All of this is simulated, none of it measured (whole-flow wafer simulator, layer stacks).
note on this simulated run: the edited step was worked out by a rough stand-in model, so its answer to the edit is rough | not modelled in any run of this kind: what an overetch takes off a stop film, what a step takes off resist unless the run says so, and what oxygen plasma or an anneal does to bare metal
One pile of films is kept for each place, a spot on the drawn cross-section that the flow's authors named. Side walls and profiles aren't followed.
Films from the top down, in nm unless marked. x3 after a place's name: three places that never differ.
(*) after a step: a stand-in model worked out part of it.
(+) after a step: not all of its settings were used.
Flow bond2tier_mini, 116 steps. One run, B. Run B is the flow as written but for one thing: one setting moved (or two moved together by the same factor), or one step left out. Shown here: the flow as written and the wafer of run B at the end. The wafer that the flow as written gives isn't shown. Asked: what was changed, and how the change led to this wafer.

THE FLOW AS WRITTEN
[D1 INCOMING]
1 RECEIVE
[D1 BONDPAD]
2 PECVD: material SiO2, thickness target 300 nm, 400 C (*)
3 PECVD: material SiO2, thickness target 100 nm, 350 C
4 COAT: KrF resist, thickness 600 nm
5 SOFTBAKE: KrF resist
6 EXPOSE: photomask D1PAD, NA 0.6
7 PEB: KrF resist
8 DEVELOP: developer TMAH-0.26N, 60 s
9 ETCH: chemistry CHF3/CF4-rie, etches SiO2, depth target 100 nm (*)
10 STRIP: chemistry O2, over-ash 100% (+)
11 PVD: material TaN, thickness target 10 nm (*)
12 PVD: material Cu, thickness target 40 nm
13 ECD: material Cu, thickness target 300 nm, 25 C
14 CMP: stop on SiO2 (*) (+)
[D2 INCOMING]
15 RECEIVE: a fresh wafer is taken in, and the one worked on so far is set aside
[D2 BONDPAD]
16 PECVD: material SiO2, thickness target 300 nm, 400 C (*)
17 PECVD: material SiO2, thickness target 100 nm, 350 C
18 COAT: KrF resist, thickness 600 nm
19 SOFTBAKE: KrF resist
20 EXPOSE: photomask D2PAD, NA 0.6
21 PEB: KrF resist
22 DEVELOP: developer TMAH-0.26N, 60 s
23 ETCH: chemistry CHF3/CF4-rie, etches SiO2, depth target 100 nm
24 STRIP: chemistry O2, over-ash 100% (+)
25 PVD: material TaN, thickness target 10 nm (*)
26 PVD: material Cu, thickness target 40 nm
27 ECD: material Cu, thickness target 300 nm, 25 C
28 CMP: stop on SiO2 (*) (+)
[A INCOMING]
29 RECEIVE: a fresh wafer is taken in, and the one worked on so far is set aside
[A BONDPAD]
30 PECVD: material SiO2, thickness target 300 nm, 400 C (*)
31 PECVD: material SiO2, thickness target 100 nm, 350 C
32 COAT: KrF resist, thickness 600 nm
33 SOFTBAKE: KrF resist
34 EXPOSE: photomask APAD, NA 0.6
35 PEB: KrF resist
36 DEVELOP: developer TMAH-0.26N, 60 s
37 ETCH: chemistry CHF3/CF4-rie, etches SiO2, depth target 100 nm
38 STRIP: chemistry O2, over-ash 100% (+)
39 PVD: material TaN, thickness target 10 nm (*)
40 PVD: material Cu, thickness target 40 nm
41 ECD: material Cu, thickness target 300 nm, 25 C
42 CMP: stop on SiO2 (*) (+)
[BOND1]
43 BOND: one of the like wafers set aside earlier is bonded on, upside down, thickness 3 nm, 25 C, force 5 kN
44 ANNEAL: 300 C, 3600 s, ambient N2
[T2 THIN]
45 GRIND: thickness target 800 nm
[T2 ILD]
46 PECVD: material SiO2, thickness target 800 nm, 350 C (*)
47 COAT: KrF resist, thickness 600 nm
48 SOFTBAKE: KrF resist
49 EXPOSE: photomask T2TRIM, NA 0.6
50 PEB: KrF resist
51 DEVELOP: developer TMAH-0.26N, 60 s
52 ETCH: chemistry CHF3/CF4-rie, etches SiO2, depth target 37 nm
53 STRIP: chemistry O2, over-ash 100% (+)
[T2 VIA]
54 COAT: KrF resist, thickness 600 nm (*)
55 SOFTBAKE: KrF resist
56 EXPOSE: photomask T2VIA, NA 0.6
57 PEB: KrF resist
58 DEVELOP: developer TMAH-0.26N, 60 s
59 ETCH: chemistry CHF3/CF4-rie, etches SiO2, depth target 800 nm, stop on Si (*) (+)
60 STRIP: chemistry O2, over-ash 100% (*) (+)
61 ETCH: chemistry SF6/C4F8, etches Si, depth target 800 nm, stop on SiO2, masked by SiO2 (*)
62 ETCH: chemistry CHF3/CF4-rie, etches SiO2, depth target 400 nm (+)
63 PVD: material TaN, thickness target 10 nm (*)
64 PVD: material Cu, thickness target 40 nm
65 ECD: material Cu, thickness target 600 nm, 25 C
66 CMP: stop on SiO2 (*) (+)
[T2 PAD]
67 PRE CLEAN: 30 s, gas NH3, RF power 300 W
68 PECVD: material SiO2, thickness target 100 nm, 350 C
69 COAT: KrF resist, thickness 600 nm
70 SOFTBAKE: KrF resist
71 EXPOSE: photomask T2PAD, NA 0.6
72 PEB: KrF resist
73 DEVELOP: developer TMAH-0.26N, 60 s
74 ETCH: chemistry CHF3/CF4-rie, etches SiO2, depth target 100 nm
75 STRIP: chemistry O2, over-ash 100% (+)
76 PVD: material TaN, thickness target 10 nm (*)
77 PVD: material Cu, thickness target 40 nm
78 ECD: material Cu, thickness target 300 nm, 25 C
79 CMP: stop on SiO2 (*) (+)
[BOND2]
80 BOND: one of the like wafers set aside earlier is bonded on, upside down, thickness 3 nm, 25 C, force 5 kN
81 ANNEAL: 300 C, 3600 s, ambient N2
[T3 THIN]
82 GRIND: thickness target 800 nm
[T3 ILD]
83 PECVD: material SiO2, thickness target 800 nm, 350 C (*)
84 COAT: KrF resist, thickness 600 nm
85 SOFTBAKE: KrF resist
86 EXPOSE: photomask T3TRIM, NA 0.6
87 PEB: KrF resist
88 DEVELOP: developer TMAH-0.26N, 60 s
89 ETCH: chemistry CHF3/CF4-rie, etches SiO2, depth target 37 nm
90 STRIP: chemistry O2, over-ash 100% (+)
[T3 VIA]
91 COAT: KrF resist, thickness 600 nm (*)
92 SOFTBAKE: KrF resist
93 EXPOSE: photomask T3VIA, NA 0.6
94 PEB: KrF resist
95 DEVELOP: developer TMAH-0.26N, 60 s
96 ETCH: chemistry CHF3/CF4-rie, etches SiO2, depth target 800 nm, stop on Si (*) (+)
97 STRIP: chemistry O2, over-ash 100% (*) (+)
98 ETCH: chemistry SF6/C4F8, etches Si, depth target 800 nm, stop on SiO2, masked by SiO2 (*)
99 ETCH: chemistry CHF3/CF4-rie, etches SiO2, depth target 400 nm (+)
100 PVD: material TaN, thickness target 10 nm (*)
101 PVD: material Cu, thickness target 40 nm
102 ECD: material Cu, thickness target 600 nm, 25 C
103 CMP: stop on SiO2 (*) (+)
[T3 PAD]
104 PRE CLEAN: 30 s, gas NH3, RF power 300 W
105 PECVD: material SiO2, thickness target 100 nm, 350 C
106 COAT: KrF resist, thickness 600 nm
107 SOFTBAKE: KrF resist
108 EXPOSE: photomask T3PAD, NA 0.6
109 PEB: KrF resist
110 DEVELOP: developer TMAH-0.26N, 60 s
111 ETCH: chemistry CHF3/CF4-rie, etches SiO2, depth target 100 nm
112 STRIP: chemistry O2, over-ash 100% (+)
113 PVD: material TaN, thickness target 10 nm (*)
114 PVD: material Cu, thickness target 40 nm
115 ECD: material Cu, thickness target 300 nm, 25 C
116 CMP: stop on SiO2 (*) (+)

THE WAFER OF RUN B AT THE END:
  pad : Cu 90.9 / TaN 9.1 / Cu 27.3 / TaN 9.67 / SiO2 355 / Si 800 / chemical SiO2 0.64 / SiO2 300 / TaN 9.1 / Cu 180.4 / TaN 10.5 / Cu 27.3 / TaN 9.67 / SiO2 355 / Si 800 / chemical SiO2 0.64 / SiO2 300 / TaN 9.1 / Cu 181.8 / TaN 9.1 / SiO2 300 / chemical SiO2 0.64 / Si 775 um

The cause: step 76, PVD: thickness target 11.5 nm was run, where the flow has thickness target 10 nm.

How the change led to this, step by step:
  76 PVD: material TaN, thickness target 10 nm (*)
      field: TaN +11.5 (new film) (as written it would be: TaN +10 (new film))
      pad: TaN +10.5 (new film) (as written it would be: TaN +9.1 (new film))
  79 CMP: stop on SiO2 (*) (+)
      field: Cu -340 (all of it), TaN -11.5 (all of it) (as written it would be: Cu -340 (all of it), TaN -10 (all of it))
